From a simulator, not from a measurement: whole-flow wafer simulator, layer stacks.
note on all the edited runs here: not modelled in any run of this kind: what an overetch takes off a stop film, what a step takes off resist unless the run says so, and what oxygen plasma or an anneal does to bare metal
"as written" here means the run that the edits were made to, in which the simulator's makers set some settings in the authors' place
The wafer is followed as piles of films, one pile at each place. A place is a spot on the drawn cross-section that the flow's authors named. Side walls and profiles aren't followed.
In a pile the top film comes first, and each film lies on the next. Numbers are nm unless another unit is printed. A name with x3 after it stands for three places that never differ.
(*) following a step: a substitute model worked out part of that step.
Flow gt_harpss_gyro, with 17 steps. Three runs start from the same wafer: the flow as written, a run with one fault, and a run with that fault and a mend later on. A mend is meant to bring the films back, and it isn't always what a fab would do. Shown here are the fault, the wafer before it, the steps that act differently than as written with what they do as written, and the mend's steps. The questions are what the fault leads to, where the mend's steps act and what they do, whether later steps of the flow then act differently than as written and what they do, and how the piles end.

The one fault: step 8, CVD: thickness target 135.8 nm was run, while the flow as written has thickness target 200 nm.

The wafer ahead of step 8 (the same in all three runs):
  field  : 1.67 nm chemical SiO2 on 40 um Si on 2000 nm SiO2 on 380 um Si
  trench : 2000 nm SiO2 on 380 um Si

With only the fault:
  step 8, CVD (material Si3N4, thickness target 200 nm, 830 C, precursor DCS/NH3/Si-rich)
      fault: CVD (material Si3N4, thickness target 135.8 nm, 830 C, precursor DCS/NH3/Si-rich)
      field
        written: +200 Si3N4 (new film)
        fault: +135.8 Si3N4 (new film)
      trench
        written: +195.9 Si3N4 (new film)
        fault: +133.2 Si3N4 (new film)
  Steps further on in the flow that do not act as written:
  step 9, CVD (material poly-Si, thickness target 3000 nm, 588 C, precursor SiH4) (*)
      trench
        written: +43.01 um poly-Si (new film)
        fault: +43 um poly-Si (new film)
  At field, trench, the piles at the end differ from the flow's by more than 2% or 0.5 nm, whichever is larger.
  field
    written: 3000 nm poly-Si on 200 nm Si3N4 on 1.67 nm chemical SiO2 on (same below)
    fault: 3000 nm poly-Si on 135.8 nm Si3N4 on 1.67 nm chemical SiO2 on (same below)
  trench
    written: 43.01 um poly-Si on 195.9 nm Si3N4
    fault: 43 um poly-Si on 133.2 nm Si3N4

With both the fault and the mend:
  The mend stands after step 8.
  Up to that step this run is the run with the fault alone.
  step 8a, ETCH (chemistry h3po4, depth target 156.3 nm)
      field
        -135.8 Si3N4 (all of it)
      trench
        -133.2 Si3N4 (all of it)
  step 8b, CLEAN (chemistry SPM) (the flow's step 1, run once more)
      leaves every film unchanged at each place that is followed
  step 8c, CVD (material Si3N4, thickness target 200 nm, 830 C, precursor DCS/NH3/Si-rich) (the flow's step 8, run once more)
      field
        +200 Si3N4 (new film)
      trench
        +195.9 Si3N4 (new film)
  None of the later steps of the flow acts differently than as written at any place that is followed.
  The piles end the same as the flow's at every place that both follow.
